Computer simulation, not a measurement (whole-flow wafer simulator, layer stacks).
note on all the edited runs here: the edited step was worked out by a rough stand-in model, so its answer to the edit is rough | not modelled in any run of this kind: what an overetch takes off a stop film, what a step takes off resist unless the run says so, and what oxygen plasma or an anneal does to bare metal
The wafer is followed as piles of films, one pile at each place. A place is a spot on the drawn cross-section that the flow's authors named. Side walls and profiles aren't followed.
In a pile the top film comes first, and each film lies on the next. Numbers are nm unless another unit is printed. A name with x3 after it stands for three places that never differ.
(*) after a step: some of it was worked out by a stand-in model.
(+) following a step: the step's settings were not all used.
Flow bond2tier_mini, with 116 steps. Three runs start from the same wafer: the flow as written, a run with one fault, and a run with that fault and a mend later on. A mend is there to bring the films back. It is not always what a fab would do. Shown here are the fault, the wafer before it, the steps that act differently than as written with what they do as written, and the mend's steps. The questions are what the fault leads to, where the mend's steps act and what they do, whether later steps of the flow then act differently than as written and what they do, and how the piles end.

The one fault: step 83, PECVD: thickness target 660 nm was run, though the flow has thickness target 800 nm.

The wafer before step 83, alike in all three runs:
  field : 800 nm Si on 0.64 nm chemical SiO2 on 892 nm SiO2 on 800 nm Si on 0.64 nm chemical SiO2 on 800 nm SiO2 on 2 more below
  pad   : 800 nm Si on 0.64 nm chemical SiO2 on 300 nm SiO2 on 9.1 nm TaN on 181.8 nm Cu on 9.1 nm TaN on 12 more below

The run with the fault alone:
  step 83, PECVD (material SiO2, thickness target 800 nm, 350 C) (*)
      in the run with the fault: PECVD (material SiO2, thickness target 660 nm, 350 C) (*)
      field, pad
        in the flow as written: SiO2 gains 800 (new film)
        in the run with the fault: SiO2 gains 660 (new film)
  Every later step of the flow that is run acts as written at every place that is followed.
  At field, pad, the piles at the end differ from the flow's by more than 2% or 0.5 nm, whichever is larger.
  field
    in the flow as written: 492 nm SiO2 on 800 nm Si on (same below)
    in the run with the fault: 352 nm SiO2 on 800 nm Si on (same below)
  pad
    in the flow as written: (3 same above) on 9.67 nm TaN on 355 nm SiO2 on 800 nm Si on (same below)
    in the run with the fault: (3 same above) on 9.67 nm TaN on 215 nm SiO2 on 800 nm Si on (same below)

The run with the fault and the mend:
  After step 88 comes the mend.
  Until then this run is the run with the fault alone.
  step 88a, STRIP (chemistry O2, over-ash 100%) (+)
      field
        KrF resist loses 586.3 (all of it)
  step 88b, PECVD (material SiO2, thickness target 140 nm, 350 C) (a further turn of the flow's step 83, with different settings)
      field, pad
        SiO2 gains 140
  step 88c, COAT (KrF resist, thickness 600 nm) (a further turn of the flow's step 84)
      field, pad
        KrF resist gains 600 (new film)
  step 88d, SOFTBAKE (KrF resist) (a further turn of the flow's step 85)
      does not change any film at any place that is followed
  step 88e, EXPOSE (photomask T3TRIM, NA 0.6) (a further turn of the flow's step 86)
      does not change any film at any place that is followed
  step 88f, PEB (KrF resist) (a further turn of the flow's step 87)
      does not change any film at any place that is followed
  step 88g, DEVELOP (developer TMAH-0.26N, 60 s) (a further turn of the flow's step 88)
      field
        KrF resist loses 13.7
      pad
        KrF resist loses 600 (all of it)
  Every later step of the flow that is run acts as written at every place that is followed.
  At every place that both follow, the piles at the end match the flow's.
